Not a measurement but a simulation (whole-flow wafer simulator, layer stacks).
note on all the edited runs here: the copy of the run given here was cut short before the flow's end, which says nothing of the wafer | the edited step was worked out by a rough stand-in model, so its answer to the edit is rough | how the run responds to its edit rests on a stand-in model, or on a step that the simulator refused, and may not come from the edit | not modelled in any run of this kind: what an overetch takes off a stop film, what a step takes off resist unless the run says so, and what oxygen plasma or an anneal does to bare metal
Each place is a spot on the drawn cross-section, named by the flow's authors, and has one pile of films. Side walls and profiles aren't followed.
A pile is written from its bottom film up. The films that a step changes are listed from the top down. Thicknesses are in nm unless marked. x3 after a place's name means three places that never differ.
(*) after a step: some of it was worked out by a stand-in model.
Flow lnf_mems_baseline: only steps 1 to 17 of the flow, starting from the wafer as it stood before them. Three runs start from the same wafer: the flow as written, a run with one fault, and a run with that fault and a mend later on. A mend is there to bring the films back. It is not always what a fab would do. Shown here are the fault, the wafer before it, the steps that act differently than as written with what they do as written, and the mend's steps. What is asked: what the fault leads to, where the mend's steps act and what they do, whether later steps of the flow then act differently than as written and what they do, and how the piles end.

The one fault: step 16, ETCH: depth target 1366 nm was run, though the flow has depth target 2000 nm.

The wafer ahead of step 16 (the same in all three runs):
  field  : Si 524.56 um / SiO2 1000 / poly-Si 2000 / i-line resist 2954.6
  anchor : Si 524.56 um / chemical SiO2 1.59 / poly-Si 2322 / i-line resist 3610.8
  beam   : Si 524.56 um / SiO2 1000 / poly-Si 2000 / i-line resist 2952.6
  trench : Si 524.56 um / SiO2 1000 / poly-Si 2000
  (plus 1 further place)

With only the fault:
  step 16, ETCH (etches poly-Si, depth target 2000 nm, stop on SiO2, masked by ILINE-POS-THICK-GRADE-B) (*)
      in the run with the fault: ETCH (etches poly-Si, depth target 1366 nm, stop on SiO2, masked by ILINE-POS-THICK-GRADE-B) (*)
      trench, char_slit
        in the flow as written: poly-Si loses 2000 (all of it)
        in the run with the fault: poly-Si loses 1366
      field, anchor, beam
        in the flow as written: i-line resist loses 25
        in the run with the fault: i-line resist loses 17.1
  Later steps of the flow acting differently than as written:
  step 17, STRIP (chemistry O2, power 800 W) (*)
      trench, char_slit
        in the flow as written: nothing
        in the run with the fault: chemical SiO2 gains 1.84 (new film), poly-Si loses 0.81
  By the end, the piles at trench, char_slit depart from the flow's by more than 2% or 0.5 nm, whichever is larger.
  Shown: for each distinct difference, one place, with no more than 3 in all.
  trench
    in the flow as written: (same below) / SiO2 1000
    in the run with the fault: (same below) / SiO2 1000 / poly-Si 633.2 / chemical SiO2 1.84

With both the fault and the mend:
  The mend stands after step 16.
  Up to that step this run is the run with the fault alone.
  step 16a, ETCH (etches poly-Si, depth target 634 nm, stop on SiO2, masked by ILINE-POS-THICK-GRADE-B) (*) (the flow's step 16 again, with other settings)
      field, anchor
        i-line resist loses 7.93
      trench, char_slit
        poly-Si loses 634 (all of it)
      beam
        i-line resist loses 7.92
  Later steps of the flow that are run all act as written at every place that is followed.
  At every place that both follow, the piles at the end match the flow's.
